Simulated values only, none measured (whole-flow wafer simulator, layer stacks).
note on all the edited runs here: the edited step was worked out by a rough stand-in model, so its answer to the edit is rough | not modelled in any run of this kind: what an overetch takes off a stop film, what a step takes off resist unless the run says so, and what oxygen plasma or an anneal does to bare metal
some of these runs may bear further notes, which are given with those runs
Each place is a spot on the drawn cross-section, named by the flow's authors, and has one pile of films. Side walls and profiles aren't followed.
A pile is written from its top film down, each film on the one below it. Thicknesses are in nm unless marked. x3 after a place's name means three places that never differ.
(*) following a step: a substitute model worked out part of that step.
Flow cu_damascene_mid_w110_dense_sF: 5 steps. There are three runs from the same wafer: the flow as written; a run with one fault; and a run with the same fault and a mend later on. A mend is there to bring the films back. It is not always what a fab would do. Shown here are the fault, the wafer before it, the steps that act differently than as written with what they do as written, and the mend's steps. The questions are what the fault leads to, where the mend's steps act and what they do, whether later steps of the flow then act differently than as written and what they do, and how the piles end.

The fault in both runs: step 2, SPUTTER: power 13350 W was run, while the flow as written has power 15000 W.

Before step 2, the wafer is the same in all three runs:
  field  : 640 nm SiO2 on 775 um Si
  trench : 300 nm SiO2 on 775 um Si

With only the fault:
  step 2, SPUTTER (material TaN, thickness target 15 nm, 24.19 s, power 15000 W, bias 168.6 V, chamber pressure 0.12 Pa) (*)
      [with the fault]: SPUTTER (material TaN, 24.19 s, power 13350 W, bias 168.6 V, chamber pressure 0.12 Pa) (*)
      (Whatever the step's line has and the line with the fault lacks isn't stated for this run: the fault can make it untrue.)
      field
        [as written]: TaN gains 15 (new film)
        [with the fault]: TaN gains 13.3 (new film)
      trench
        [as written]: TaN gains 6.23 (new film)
        [with the fault]: TaN gains 5.54 (new film)
  Every later step of the flow that is run acts as written, at every place that is followed, to within 2% or 0.5 nm, whichever is larger.
  By the end, the piles at field, trench depart from the flow's by more than 2% or 0.5 nm, whichever is larger.
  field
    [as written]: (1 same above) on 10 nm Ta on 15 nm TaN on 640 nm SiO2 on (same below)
    [with the fault]: (1 same above) on 10 nm Ta on 13.3 nm TaN on 640 nm SiO2 on (same below)
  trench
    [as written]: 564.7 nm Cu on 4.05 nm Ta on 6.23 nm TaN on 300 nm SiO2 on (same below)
    [with the fault]: 563.7 nm Cu on 4.06 nm Ta on 5.54 nm TaN on 300 nm SiO2 on (same below)

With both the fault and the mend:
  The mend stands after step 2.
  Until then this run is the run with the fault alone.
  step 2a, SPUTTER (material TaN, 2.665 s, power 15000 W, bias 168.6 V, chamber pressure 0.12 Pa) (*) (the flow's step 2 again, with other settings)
      field
        TaN gains 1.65
      trench
        TaN gains 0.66
  Every later step of the flow that is run acts as written, at every place that is followed, to within 2% or 0.5 nm, whichever is larger.
  When the end is reached, the piles differ only a little from the flow's at the places that both follow, at most by 2% or 0.5 nm, whichever is larger.
